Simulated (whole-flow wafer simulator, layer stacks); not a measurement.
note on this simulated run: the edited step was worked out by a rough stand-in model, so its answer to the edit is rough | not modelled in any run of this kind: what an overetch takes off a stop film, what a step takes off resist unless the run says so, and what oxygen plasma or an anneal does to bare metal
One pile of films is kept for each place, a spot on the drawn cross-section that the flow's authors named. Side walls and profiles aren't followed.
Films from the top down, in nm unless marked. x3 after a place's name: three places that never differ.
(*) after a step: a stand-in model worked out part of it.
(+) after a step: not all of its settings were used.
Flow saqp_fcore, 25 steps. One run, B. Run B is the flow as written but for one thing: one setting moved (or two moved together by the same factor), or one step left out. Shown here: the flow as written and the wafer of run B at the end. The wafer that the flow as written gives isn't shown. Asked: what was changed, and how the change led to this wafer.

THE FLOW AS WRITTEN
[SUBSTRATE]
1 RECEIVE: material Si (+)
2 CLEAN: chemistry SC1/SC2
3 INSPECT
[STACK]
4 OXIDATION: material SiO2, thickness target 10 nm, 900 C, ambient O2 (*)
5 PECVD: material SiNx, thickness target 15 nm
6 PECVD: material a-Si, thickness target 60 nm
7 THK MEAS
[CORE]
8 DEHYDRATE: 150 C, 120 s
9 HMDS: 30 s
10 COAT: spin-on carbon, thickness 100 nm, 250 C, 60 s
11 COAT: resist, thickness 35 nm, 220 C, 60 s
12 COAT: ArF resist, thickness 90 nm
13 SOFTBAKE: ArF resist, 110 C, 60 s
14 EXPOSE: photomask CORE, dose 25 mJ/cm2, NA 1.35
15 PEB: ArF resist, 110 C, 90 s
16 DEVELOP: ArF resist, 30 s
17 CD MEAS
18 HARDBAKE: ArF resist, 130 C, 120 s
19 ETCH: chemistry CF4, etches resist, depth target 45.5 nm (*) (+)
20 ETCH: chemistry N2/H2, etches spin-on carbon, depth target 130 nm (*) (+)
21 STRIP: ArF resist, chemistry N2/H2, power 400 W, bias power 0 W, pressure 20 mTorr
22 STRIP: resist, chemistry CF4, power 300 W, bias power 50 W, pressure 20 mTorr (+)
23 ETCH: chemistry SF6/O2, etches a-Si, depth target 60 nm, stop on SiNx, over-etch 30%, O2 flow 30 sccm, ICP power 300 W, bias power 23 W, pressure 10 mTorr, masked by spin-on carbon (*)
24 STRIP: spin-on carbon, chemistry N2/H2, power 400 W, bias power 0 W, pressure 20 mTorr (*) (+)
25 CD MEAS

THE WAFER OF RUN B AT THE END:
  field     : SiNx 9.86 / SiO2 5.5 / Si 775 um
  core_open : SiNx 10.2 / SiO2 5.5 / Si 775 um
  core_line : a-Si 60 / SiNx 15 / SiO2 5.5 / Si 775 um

The cause: step 4, OXIDATION: thickness target 5.5 nm was run, where the flow has thickness target 10 nm.
It can be read off the wafer: field has SiO2 5.5, and step 4 as written asks for 10 nm.

How the change led to this, step by step:
  4 OXIDATION: material SiO2, thickness target 10 nm, 900 C, ambient O2 (*)
      field, core_open, core_line: SiO2 +5.5 (new film), chemical SiO2 -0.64 (all of it), Si -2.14 (as written it would be: SiO2 +10 (new film), chemical SiO2 -0.64 (all of it), Si -4.12)
